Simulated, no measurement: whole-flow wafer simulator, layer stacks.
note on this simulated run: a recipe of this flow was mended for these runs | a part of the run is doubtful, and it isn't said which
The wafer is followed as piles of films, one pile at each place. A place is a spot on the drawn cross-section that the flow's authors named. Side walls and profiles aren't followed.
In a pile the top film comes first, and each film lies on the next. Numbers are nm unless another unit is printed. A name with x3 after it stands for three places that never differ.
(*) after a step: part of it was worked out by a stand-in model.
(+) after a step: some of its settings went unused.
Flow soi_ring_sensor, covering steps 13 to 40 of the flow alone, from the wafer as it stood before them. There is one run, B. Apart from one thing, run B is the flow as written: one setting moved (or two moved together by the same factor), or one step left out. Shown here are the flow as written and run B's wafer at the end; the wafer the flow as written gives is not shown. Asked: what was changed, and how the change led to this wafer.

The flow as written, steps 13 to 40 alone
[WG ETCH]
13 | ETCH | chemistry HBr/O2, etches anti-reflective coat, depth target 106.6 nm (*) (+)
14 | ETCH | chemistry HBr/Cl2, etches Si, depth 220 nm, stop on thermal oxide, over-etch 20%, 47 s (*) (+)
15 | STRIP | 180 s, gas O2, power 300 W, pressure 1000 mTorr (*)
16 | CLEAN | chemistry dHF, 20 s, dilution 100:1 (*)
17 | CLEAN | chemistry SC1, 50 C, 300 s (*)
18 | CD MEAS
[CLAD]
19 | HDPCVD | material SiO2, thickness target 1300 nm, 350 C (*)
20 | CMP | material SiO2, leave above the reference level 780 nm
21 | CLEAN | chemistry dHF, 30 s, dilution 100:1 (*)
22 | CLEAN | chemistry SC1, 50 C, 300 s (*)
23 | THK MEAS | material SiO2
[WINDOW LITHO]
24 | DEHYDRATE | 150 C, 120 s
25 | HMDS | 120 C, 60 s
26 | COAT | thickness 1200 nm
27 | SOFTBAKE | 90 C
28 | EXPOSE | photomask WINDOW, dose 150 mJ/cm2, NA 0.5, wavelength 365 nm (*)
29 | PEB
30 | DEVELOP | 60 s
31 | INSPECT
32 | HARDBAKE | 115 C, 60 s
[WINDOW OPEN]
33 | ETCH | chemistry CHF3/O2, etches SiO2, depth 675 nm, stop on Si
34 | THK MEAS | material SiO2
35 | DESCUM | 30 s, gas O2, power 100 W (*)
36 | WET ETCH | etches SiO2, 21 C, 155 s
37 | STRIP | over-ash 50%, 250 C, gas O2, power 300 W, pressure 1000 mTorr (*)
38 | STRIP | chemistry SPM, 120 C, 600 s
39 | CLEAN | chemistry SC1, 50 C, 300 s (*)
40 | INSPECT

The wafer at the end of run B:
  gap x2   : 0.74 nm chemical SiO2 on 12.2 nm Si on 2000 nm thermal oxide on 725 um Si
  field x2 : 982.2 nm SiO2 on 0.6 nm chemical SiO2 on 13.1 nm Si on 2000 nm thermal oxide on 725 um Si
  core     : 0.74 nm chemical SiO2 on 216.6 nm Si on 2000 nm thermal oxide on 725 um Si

The reason: step 13, ETCH: depth target 53.3 nm was run, whereas the flow has depth target 106.6 nm.

How this came from the change, step by step:
  13 | ETCH | chemistry HBr/O2, etches anti-reflective coat, depth target 106.6 nm (*) (+)
      gap x2, field x2: -53.3 anti-reflective coat (it would be, as written: -82 anti-reflective coat (all of it), -0.6 chemical SiO2 (all of it), -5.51 Si)
      core, core_clad: -53.3 CAR-ArF-dry (it would be, as written: -106.6 CAR-ArF-dry)
  14 | ETCH | chemistry HBr/Cl2, etches Si, depth 220 nm, stop on thermal oxide, over-etch 20%, 47 s (*) (+)
      gap x2, field x2: -28.7 anti-reflective coat (all of it), -0.6 chemical SiO2 (all of it), -204.5 Si (it would be, as written: -213.9 Si (all of it), -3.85 thermal oxide)
  15 | STRIP | 180 s, gas O2, power 300 W, pressure 1000 mTorr (*)
      gap x2, field x2: +1.3 chemical SiO2 (new film), -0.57 Si (it would be, as written: nothing)
      core, core_clad: -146 CAR-ArF-dry (all of it), -82 anti-reflective coat (all of it), +0.57 chemical SiO2, -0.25 Si (it would be, as written: -92.7 CAR-ArF-dry (all of it), -82 anti-reflective coat (all of it), +0.6 chemical SiO2, -0.26 Si)
  16 | CLEAN | chemistry dHF, 20 s, dilution 100:1 (*)
      gap x2, field x2: -1.3 chemical SiO2 (all of it) (it would be, as written: -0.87 thermal oxide)
  17 | CLEAN | chemistry SC1, 50 C, 300 s (*)
      gap x2, field x2: +0.6 chemical SiO2 (new film), -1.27 Si (it would be, as written: -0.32 thermal oxide)
  20 | CMP | material SiO2, leave above the reference level 780 nm
      gap x2, field x2: -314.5 SiO2 (it would be, as written: -295.8 SiO2)
  36 | WET ETCH | etches SiO2, 21 C, 155 s
      gap x2: -307.9 SiO2 (all of it), -0.6 chemical SiO2 (all of it), -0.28 Si (it would be, as written: -326.6 SiO2 (all of it), -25 thermal oxide)
  37 | STRIP | over-ash 50%, 250 C, gas O2, power 300 W, pressure 1000 mTorr (*)
      gap x2: +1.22 chemical SiO2 (new film), -0.54 Si (it would be, as written: nothing)
